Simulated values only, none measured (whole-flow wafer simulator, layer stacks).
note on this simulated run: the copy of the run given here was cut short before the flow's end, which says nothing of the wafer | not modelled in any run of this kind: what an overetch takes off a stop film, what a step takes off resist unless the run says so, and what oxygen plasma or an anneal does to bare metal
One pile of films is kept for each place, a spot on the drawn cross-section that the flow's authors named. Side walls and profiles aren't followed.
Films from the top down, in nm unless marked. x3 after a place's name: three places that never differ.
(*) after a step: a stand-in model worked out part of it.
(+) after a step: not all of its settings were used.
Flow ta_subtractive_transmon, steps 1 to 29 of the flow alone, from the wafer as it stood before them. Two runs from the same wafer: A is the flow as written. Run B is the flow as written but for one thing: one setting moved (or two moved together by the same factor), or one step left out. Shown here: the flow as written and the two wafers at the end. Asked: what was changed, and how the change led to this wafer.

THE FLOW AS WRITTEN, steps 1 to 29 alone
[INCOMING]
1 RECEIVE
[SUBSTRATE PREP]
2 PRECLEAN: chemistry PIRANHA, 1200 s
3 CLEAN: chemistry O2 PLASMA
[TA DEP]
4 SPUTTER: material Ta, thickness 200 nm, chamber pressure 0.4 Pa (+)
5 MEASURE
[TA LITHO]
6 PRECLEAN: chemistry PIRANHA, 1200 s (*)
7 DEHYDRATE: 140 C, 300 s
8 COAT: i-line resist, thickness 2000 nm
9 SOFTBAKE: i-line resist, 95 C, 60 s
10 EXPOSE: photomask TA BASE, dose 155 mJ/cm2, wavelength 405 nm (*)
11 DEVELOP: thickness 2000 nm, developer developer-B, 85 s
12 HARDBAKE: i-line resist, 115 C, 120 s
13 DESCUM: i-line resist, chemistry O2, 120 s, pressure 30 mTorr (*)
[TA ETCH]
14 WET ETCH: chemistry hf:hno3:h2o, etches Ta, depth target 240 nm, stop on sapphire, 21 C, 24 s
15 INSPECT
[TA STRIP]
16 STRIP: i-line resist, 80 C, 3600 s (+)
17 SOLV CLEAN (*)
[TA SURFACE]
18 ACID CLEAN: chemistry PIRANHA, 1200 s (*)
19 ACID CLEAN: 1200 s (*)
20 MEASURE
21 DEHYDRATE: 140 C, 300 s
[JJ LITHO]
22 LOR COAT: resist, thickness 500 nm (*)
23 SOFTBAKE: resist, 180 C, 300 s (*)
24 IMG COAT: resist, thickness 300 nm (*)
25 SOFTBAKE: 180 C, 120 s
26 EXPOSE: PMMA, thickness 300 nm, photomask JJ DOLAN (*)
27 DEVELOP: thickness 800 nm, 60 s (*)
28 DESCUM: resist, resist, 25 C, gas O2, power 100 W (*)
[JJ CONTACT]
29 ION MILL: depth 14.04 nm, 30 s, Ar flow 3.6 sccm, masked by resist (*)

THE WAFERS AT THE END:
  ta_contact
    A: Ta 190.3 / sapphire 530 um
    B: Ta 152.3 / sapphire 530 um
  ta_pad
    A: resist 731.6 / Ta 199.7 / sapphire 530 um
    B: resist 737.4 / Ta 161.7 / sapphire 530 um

The cause: step 4, SPUTTER: thickness 162 nm was run, where the flow has thickness 200 nm.

How the change led to this, step by step:
  4 SPUTTER: material Ta, thickness 200 nm, chamber pressure 0.4 Pa (+)
      field x2, jj_line, lead, ta_contact, ta_pad: A Ta +200 (new film) | B Ta +162 (new film)
  14 WET ETCH: chemistry hf:hno3:h2o, etches Ta, depth target 240 nm, stop on sapphire, 21 C, 24 s
      field x2, jj_line, lead: A Ta -200 (all of it) | B Ta -162 (all of it)
  22 LOR COAT: resist, thickness 500 nm (*)
      ta_contact: A resist +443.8 (new film) | B resist +453.6 (new film)
